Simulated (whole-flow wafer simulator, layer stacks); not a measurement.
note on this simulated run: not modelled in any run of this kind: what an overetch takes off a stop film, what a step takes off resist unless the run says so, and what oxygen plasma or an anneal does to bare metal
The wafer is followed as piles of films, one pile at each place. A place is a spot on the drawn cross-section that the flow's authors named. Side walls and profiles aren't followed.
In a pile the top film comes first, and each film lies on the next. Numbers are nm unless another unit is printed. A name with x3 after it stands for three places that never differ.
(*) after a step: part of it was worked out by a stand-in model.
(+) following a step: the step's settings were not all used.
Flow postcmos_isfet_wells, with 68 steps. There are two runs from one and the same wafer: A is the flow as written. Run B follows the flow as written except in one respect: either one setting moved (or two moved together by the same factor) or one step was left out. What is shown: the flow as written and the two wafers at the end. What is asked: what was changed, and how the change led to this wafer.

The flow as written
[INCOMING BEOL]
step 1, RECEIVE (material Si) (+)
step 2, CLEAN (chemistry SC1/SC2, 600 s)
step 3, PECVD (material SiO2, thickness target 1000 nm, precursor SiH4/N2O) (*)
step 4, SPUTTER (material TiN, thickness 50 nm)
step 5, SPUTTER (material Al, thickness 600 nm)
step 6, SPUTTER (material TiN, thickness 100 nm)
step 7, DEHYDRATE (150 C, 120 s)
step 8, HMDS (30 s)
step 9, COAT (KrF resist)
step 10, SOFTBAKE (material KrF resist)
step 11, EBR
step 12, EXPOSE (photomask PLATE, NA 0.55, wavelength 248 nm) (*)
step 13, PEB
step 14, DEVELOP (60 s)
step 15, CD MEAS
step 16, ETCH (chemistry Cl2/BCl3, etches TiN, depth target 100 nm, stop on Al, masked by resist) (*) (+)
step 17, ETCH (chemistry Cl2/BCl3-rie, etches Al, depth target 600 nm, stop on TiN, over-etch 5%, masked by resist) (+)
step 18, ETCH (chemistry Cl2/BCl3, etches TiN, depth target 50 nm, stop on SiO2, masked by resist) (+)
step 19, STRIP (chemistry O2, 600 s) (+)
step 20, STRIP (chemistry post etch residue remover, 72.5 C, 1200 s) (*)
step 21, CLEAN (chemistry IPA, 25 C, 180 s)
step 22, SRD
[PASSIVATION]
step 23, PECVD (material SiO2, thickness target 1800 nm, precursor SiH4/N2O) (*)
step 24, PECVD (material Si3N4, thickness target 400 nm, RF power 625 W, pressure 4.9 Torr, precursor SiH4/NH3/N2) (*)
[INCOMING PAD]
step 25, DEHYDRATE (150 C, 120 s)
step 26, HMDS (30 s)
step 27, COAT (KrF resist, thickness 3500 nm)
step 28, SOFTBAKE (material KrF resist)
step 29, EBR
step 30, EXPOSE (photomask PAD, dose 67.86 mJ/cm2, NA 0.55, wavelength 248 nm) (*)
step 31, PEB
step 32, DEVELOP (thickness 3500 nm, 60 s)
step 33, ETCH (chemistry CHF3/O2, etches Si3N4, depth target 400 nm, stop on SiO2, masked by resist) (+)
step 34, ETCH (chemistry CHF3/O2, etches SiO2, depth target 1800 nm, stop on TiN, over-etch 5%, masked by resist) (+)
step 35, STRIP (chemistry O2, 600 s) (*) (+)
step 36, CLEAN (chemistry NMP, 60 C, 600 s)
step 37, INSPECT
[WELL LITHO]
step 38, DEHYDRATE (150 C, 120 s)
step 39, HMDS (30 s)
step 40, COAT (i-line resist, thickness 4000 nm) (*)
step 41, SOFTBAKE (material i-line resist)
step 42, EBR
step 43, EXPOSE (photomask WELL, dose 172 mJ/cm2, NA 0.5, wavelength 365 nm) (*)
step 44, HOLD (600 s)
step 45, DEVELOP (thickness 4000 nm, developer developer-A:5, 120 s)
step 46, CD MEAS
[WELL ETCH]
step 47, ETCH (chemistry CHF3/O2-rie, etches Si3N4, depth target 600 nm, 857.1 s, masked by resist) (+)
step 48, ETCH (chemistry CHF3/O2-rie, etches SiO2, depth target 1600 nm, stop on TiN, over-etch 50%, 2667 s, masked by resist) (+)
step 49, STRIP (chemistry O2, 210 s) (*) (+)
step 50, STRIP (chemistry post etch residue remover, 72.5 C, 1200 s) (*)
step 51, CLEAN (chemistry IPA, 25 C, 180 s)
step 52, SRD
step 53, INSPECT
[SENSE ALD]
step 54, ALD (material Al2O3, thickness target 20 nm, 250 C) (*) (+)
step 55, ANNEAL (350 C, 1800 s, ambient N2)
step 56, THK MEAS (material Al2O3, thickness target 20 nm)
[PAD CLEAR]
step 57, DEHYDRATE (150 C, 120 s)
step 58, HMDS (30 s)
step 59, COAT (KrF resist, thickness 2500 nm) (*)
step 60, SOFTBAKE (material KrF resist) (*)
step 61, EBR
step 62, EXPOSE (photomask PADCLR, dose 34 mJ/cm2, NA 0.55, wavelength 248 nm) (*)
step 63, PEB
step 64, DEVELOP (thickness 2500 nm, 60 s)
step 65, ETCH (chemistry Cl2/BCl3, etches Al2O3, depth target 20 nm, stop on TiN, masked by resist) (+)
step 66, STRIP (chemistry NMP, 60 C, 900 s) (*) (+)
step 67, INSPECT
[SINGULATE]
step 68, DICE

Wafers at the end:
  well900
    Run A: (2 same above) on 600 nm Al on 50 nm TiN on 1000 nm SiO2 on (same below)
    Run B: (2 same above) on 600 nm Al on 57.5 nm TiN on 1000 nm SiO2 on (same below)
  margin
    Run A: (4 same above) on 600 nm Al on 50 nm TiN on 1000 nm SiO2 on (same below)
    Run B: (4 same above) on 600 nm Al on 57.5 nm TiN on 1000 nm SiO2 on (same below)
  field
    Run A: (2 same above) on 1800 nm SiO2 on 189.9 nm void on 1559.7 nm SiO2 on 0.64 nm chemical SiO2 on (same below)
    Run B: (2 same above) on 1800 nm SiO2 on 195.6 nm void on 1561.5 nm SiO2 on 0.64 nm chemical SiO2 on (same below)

The reason: step 4, SPUTTER: thickness 57.5 nm was run, though the flow has thickness 50 nm; step 18, ETCH: depth target 57.5 nm was run, where the flow has depth target 50 nm.
One can read it off the wafer: well900 has TiN 57.5, and step 4 as written asks for 50 nm.

The path from the change to this, step by step:
  step 4, SPUTTER (material TiN, thickness 50 nm)
      field, margin, well900 and 6 more: A +50 TiN (new film) | B +57.5 TiN (new film)
  step 18, ETCH (chemistry Cl2/BCl3, etches TiN, depth target 50 nm, stop on SiO2, masked by resist) (+)
      margin, well900, well1300, well2000, well3000, pad_rim, pad_clr, pad_open: A -20 KrF resist | B -23 KrF resist
      field: A -50 TiN (all of it) | B -57.5 TiN (all of it)
  step 23, PECVD (material SiO2, thickness target 1800 nm, precursor SiH4/N2O) (*)
      field: A +1800 SiO2 (new film), +189.9 void (new film), +559.7 SiO2 | B +1800 SiO2 (new film), +195.6 void (new film), +561.5 SiO2
